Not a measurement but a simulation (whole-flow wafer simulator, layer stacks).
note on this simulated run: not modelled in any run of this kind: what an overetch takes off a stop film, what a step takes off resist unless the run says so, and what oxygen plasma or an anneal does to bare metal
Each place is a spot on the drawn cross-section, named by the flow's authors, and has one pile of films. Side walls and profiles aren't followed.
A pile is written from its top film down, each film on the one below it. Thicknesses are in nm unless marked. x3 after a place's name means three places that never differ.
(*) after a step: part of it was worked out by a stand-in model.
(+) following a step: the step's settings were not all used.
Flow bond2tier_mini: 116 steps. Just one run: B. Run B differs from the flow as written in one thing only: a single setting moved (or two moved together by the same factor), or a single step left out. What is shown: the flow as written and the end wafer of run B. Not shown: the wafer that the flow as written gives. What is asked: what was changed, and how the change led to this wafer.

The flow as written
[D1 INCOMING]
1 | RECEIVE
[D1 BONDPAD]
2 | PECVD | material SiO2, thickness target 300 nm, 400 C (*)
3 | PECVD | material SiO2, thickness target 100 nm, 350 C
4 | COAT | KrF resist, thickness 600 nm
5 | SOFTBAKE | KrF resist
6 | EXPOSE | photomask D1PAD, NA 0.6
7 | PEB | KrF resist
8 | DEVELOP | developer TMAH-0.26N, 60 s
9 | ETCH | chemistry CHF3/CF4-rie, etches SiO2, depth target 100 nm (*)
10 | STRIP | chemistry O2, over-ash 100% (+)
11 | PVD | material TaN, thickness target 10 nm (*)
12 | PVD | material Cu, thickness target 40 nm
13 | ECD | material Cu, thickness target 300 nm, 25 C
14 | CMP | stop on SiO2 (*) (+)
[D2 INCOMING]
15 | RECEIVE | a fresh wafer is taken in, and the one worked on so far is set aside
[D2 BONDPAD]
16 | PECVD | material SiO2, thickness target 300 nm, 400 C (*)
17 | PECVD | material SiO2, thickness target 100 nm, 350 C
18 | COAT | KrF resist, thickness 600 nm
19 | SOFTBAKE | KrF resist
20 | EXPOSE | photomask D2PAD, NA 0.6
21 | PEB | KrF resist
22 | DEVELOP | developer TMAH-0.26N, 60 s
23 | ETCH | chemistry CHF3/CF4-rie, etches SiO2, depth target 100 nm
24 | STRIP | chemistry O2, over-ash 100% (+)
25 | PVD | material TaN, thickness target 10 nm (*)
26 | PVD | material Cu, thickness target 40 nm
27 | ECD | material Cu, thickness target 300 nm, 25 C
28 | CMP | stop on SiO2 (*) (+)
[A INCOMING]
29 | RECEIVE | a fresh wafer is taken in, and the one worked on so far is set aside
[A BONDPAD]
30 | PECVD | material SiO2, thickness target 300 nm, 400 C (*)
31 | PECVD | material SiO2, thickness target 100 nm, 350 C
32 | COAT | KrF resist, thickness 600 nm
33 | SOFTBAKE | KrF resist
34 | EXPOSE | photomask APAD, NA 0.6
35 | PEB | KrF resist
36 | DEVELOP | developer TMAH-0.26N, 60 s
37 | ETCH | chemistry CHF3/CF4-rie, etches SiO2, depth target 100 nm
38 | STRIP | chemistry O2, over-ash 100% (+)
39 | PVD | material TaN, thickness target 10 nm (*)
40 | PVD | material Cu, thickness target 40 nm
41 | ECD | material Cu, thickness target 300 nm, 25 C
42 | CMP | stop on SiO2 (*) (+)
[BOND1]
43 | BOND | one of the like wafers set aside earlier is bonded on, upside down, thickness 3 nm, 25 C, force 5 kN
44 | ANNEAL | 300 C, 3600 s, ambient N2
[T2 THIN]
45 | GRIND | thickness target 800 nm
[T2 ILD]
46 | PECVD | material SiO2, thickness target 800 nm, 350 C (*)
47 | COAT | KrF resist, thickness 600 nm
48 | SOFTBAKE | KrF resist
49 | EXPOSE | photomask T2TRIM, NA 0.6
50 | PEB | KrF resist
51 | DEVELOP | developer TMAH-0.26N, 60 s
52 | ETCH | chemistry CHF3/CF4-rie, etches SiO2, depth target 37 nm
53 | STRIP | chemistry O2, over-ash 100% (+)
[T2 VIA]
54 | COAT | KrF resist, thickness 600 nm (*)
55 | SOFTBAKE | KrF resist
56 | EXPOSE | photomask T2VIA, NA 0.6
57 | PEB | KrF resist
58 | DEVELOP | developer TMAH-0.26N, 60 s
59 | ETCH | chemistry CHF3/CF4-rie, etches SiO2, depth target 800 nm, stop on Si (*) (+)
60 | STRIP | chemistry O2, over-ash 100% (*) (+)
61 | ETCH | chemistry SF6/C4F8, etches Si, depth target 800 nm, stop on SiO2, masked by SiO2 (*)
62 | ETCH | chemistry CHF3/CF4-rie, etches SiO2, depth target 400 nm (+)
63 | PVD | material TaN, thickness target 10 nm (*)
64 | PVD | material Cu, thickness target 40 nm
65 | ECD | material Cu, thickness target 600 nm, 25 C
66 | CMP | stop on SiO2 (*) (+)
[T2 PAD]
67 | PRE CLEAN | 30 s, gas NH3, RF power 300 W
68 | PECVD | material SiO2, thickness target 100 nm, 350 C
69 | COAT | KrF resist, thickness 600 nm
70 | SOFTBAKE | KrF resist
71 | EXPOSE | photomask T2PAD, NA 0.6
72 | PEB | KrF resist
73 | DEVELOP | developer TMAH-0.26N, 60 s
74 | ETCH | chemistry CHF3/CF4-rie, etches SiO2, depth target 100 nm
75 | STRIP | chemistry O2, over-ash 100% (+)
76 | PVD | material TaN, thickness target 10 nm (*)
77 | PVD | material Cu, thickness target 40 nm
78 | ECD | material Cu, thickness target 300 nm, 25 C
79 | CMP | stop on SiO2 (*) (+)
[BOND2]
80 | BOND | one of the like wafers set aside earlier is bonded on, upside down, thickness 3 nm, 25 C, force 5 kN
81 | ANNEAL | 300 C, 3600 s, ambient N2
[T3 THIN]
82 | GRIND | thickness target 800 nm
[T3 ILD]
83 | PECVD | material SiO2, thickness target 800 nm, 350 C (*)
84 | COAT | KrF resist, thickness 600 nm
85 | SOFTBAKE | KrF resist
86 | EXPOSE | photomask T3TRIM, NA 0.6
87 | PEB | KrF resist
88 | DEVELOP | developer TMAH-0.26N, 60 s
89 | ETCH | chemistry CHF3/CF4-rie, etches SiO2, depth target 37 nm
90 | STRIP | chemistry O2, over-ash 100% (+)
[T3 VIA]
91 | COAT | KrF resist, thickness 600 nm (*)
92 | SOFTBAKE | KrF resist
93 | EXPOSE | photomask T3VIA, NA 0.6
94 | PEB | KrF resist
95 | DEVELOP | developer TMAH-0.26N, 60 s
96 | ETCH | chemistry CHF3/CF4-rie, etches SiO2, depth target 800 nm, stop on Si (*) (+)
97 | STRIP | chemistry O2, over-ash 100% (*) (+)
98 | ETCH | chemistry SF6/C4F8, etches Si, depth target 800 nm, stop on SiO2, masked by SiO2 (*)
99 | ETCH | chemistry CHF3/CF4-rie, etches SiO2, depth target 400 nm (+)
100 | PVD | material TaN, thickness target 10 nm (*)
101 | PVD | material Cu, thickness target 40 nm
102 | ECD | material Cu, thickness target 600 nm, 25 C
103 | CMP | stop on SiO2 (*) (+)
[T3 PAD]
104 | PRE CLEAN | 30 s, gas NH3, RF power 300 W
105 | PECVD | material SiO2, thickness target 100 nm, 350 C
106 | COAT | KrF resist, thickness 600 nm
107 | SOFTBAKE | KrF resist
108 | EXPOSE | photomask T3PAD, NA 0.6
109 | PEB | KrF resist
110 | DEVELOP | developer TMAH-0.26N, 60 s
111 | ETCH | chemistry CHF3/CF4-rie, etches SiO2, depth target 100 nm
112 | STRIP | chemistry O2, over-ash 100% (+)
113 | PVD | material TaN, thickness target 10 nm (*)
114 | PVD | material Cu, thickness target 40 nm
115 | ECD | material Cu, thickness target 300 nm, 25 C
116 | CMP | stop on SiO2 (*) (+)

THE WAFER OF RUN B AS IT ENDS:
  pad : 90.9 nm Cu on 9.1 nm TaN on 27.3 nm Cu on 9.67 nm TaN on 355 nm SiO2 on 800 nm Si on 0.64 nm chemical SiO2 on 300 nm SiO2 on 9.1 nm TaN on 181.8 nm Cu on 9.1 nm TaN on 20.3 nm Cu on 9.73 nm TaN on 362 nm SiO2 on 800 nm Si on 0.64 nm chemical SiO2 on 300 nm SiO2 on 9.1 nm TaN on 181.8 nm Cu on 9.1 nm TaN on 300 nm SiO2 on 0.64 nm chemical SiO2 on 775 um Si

Cause: step 52, ETCH: depth target 30 nm was run, though the flow has depth target 37 nm.

The path from the change to this, step by step:
  52 | ETCH | chemistry CHF3/CF4-rie, etches SiO2, depth target 37 nm
      pad, via: -30 SiO2 (it would be, as written: -37 SiO2)
      field: -10 KrF resist (it would be, as written: -12.3 KrF resist)
